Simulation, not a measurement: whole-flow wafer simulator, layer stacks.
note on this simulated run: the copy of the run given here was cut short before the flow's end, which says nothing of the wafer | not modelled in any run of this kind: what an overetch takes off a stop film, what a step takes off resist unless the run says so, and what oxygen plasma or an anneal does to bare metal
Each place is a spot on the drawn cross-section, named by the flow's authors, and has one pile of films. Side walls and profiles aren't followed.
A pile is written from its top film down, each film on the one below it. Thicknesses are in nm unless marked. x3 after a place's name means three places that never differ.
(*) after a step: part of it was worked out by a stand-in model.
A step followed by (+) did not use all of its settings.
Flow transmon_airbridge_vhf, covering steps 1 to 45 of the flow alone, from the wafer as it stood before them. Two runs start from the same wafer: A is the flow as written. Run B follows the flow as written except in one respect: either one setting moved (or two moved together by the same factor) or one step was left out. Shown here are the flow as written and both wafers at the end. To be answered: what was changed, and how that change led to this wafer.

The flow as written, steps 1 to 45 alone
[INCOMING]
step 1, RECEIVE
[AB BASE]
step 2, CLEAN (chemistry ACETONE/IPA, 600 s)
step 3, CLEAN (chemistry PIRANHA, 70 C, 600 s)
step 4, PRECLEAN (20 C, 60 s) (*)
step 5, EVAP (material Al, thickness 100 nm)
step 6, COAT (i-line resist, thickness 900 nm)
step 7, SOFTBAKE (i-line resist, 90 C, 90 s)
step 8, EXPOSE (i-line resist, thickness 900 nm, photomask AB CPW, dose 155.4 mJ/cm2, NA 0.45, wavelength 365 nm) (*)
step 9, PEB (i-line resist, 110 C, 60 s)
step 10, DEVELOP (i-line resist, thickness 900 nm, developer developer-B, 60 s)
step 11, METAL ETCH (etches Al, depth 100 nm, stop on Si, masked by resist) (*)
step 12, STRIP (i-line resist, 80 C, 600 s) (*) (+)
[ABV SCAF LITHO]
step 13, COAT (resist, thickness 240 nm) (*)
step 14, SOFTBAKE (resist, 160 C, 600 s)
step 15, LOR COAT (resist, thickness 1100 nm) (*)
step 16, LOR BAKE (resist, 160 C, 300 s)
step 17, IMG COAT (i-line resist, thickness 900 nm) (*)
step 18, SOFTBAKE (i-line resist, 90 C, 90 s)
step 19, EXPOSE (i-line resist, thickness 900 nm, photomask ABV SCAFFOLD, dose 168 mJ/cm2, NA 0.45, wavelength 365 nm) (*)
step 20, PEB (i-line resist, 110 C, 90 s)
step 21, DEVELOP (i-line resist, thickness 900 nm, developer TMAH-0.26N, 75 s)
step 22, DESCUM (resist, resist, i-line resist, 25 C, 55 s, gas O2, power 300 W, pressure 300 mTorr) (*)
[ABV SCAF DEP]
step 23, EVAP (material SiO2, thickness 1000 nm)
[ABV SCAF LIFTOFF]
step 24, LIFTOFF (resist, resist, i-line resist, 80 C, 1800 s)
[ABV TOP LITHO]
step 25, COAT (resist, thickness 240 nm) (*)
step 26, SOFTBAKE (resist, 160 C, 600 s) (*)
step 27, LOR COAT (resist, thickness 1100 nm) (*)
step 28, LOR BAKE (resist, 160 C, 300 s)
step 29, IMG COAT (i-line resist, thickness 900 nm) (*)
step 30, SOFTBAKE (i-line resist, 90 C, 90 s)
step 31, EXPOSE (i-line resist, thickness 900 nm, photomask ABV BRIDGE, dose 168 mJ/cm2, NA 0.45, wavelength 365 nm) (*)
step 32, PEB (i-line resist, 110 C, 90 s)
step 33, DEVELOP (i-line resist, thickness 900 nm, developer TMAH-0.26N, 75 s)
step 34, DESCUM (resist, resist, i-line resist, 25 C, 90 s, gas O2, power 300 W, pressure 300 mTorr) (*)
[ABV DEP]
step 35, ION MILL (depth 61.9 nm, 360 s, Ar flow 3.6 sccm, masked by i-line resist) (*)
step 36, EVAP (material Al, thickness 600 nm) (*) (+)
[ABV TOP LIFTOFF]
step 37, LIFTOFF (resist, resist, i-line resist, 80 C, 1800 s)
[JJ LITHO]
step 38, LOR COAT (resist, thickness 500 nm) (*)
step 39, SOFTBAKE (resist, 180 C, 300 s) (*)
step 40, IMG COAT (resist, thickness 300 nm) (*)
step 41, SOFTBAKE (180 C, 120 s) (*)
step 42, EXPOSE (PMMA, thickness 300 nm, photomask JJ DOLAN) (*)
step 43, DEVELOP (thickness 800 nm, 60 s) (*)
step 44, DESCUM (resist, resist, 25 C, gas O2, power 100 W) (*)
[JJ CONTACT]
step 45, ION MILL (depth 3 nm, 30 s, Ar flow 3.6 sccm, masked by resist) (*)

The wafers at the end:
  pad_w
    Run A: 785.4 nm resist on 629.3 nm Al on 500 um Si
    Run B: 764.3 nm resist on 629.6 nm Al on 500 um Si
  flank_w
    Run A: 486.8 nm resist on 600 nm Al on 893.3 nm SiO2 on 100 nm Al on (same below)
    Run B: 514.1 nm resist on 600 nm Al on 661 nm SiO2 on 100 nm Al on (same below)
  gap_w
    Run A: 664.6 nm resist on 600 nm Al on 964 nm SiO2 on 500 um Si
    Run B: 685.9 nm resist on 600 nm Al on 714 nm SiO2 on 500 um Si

Cause: step 23, EVAP: thickness 750 nm was run, while the flow as written has thickness 1000 nm.

Step by step, how the change led to this:
  step 23, EVAP (material SiO2, thickness 1000 nm)
      field x3, jj_line, ground_far and 10 more: A +1000 SiO2 (new film) | B +750 SiO2 (new film)
      flank_w, flank_e: A +929.3 SiO2 (new film) | B +697 SiO2 (new film)
  step 24, LIFTOFF (resist, resist, i-line resist, 80 C, 1800 s)
      field x3, jj_line, trace_open_s x2: A -1000 SiO2 (all of it), -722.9 i-line resist (all of it), -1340 resist (all of it) | B -750 SiO2 (all of it), -722.9 i-line resist (all of it), -1340 resist (all of it)
      pad_w, pad_e: A -1000 SiO2 (all of it), -718 i-line resist (all of it), -1330.2 resist (all of it) | B -750 SiO2 (all of it), -718 i-line resist (all of it), -1330.2 resist (all of it)
      (and at 1 other place as well)
  step 25, COAT (resist, thickness 240 nm) (*)
      flank_w, flank_e: A +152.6 resist (new film) | B +161.1 resist (new film)
      gap_w, gap_e: A +210.7 resist (new film) | B +221.5 resist (new film)
      (and at 6 other places as well)
  step 27, LOR COAT (resist, thickness 1100 nm) (*)
      gap_w, gap_e: A +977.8 resist | B +1012.5 resist
      margin_s, margin_n: A +823.4 resist | B +884.3 resist
      (and at 6 other places as well)
  step 29, IMG COAT (i-line resist, thickness 900 nm) (*)
      gap_w, gap_e: A +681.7 i-line resist (new film) | B +742.5 i-line resist (new film)
      margin_s, margin_n: A +603.2 i-line resist (new film) | B +682.1 i-line resist (new film)
      (and at 7 other places as well)
  step 32, PEB (i-line resist, 110 C, 90 s)
      pad_w, pad_e: A -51 i-line resist | B -49.8 i-line resist
      flank_w, flank_e: A -38.3 i-line resist | B -40.8 i-line resist
      (and at 7 other places as well)
  step 33, DEVELOP (i-line resist, thickness 900 nm, developer TMAH-0.26N, 75 s)
      gap_w, gap_e: A -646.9 i-line resist (all of it), -977.8 resist | B -704.6 i-line resist (all of it), -1012.5 resist
      pad_w: A -937.2 i-line resist (all of it), -1247.8 resist | B -916 i-line resist (all of it), -1208.7 resist
      (and at 5 other places as well)
  step 34, DESCUM (resist, resist, i-line resist, 25 C, 90 s, gas O2, power 300 W, pressure 300 mTorr) (*)
      flank_w, flank_e: A -152.6 resist (all of it) | B -161.1 resist (all of it)
      gap_w, gap_e: A -210.7 resist (all of it) | B -221.5 resist (all of it)
      (and at 4 other places as well)
  step 37, LIFTOFF (resist, resist, i-line resist, 80 C, 1800 s)
      margin_s, margin_n: A -600 Al (all of it), -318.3 i-line resist (all of it), -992 resist (all of it) | B -600 Al (all of it), -393.1 i-line resist (all of it), -1067.3 resist (all of it)
      ground_far: A -600 Al (all of it), -717.9 i-line resist (all of it), -1384.9 resist (all of it) | B -600 Al (all of it), -686.7 i-line resist (all of it), -1376.3 resist (all of it)
  step 38, LOR COAT (resist, thickness 500 nm) (*)
      pad_w, pad_e: A +517 resist (new film) | B +502.9 resist (new film)
      flank_w, flank_e: A +306.5 resist (new film) | B +325.8 resist (new film)
      (and at 6 other places as well)
  step 40, IMG COAT (resist, thickness 300 nm) (*)
      pad_w, pad_e: A +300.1 resist | B +293.2 resist
      flank_w, flank_e: A +212.1 resist | B +220 resist
      (and at 6 other places as well)
